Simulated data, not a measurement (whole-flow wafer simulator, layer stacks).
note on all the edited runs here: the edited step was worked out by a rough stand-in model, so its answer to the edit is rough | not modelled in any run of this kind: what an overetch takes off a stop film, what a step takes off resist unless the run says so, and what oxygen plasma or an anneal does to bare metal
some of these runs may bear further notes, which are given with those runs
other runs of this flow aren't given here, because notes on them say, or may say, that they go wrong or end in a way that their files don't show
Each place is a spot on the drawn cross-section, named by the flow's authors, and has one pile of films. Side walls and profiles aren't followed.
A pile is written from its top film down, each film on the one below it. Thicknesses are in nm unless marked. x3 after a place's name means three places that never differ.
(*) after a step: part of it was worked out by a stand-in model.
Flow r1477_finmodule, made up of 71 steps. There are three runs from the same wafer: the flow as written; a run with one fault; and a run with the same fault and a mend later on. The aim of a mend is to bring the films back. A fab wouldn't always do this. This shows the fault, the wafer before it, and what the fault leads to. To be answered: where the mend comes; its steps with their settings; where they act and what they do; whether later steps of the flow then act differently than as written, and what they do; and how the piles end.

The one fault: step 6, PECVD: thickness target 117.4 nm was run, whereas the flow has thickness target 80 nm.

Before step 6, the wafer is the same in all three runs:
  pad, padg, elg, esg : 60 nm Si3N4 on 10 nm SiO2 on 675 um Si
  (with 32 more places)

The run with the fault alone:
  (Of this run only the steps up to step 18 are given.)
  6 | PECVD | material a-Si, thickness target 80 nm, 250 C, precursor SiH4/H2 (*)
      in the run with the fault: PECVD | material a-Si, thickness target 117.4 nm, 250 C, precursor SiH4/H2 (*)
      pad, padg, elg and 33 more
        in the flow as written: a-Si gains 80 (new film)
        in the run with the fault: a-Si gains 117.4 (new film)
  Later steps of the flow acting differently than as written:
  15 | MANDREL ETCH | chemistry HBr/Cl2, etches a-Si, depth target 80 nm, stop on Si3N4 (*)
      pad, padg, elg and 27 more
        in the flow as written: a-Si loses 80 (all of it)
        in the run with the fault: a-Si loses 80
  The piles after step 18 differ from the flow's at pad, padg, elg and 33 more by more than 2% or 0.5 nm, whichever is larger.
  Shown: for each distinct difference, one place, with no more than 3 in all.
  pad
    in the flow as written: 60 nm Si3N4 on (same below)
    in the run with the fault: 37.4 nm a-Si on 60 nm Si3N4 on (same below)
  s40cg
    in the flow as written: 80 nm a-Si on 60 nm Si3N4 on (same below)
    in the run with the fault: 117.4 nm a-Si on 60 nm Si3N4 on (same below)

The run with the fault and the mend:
  The mend follows step 7.
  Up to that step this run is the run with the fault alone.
  7a | ETCH | chemistry tmah, depth target 37.4 nm
      pad, padg, elg and 33 more
        a-Si loses 37.4
  Later steps of the flow that are run all act as written at every place that is followed.
  By the end, the piles equal the flow's at every place that both follow.
